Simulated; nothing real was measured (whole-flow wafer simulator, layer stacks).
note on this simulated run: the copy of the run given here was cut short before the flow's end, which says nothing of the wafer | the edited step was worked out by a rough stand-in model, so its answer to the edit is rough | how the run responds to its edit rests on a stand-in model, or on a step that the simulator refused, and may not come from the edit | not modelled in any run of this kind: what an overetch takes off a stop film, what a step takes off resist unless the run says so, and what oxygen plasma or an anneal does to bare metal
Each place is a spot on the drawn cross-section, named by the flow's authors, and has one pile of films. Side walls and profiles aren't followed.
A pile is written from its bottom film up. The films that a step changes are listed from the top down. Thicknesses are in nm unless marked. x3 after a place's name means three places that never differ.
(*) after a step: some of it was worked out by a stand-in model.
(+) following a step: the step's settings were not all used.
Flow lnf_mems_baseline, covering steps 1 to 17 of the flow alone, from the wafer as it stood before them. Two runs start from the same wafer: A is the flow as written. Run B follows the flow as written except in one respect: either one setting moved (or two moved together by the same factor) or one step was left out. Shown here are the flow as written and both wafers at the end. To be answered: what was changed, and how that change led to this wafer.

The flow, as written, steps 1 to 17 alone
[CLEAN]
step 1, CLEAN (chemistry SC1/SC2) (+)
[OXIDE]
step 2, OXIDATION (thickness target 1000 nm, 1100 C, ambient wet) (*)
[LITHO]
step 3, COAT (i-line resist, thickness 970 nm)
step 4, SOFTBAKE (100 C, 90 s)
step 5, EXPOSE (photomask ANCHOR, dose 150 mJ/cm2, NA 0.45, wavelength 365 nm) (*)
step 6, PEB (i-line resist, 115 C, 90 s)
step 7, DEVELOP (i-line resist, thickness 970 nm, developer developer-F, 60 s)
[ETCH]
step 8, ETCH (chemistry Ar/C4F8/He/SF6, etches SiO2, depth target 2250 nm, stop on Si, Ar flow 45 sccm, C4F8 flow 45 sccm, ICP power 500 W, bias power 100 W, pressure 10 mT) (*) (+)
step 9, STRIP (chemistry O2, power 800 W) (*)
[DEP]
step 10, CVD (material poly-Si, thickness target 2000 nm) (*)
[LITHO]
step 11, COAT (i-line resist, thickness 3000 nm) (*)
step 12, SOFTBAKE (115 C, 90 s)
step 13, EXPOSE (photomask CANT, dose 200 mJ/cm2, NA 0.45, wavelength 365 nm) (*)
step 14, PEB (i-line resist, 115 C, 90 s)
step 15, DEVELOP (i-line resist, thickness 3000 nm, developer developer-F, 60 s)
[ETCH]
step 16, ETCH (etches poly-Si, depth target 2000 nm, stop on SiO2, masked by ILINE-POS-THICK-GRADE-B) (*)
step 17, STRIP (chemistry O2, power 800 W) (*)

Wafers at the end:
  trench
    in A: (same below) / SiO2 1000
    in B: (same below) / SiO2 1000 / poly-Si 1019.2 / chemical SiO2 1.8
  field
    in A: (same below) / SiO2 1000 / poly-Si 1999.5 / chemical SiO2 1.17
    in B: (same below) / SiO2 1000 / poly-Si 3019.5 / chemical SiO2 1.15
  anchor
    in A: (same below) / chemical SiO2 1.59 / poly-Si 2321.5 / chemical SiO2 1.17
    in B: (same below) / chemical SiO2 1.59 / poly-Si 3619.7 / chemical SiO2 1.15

The reason: step 10, CVD: thickness target 3020 nm was run, while the flow as written has thickness target 2000 nm.

The path from the change to this, step by step:
  step 10, CVD (material poly-Si, thickness target 2000 nm) (*)
      field, beam, trench, char_slit: A poly-Si gains 2000 (new film) | B poly-Si gains 3020 (new film)
      anchor: A poly-Si gains 2322 (new film) | B poly-Si gains 3620.3 (new film)
  step 11, COAT (i-line resist, thickness 3000 nm) (*)
      anchor: A i-line resist gains 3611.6 (new film) | B i-line resist gains 3349.7 (new film)
  step 12, SOFTBAKE (115 C, 90 s)
      field: A i-line resist loses 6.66 | B i-line resist loses 5.15
      anchor: A i-line resist gains 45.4 | B i-line resist gains 33.8
      (and at 2 other places as well)
  step 14, PEB (i-line resist, 115 C, 90 s)
      anchor: A i-line resist loses 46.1 | B i-line resist loses 41.3
  step 16, ETCH (etches poly-Si, depth target 2000 nm, stop on SiO2, masked by ILINE-POS-THICK-GRADE-B) (*)
      trench, char_slit: A poly-Si loses 2000 (all of it) | B poly-Si loses 2000
  step 17, STRIP (chemistry O2, power 800 W) (*)
      trench, char_slit: A nothing | B chemical SiO2 gains 1.8 (new film), poly-Si loses 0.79
      anchor: A chemical SiO2 gains 1.17 (new film), i-line resist loses 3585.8 (all of it), poly-Si loses 0.52 | B chemical SiO2 gains 1.15 (new film), i-line resist loses 3317.1 (all of it), poly-Si loses 0.51
